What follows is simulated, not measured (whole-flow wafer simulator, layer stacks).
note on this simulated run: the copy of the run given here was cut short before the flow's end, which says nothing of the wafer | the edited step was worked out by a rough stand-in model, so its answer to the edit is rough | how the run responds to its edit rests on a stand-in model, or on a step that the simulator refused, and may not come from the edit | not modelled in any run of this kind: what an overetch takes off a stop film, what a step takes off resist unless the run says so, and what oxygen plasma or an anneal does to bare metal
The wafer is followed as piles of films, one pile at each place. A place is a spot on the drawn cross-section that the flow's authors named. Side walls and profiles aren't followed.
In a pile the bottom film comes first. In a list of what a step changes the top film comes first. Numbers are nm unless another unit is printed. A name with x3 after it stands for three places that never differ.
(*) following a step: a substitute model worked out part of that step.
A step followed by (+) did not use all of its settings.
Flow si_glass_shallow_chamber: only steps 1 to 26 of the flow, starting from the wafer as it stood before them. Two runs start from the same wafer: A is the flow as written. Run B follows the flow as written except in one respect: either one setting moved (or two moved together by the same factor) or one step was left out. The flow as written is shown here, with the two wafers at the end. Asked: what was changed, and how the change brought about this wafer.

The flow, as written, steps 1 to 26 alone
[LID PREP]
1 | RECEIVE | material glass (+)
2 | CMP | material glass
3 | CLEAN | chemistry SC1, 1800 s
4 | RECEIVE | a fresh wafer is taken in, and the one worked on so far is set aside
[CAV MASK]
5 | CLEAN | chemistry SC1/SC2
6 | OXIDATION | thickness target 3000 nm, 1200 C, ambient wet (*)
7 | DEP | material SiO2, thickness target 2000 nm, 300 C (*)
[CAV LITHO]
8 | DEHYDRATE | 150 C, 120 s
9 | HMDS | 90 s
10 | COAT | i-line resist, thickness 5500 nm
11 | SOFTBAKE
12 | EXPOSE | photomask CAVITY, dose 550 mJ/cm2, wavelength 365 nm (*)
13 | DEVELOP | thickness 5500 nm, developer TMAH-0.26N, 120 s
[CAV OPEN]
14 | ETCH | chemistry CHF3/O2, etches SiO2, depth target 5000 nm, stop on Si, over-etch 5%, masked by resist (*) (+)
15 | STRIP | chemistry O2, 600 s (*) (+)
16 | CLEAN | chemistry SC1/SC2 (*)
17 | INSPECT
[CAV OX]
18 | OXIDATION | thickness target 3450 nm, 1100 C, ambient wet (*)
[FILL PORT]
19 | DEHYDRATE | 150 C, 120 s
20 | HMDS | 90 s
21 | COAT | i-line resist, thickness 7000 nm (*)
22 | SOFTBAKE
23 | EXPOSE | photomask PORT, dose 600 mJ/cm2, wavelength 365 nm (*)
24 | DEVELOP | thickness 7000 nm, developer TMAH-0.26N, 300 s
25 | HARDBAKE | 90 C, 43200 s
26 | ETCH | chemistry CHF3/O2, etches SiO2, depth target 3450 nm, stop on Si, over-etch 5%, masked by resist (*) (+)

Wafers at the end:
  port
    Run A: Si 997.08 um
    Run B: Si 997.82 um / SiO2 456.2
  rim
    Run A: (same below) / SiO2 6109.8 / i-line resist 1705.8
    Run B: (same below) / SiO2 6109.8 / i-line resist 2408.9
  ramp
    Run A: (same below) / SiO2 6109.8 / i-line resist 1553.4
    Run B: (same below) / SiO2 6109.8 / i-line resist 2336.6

Cause: step 14, ETCH: depth target 2750 nm was run, while the flow as written has depth target 5000 nm.

How this came from the change, step by step:
  14 | ETCH | chemistry CHF3/O2, etches SiO2, depth target 5000 nm, stop on Si, over-etch 5%, masked by resist (*) (+)
      cav, port: A SiO2 loses 5000 (all of it), Si loses 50 | B SiO2 loses 2887.5
      rim, ramp, septum, ring: A i-line resist loses 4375 | B i-line resist loses 2406.2
  15 | STRIP | chemistry O2, 600 s (*) (+)
      cav, port: A chemical SiO2 gains 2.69 (new film), Si loses 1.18 | B nothing
      rim, ramp, septum, ring: A i-line resist loses 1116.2 (all of it) | B i-line resist loses 3084.9 (all of it)
  18 | OXIDATION | thickness target 3450 nm, 1100 C, ambient wet (*)
      cav, port: A SiO2 gains 3450 (new film), chemical SiO2 loses 2.69 (all of it), Si loses 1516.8 | B SiO2 gains 1966.2, Si loses 865.1
  21 | COAT | i-line resist, thickness 7000 nm (*)
      rim: A i-line resist gains 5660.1 (new film) | B i-line resist gains 6123.9 (new film)
      ramp: A i-line resist gains 5087.8 (new film) | B i-line resist gains 5736.2 (new film)
      (and at 2 other places as well)
  22 | SOFTBAKE
      rim: A i-line resist loses 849 | B i-line resist loses 582.1
      ramp: A i-line resist loses 434.5 | B i-line resist loses 269.8
      (and at 4 other places as well)
  24 | DEVELOP | thickness 7000 nm, developer TMAH-0.26N, 300 s
      port: A i-line resist loses 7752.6 (all of it) | B i-line resist loses 7522.4 (all of it)
  25 | HARDBAKE | 90 C, 43200 s
      rim: A i-line resist loses 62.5 | B i-line resist loses 90.1
      ramp: A i-line resist loses 57.1 | B i-line resist loses 87.1
      (and at 1 other place as well)
  26 | ETCH | chemistry CHF3/O2, etches SiO2, depth target 3450 nm, stop on Si, over-etch 5%, masked by resist (*) (+)
      port: A SiO2 loses 3450 (all of it), Si loses 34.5 | B SiO2 loses 3622.5
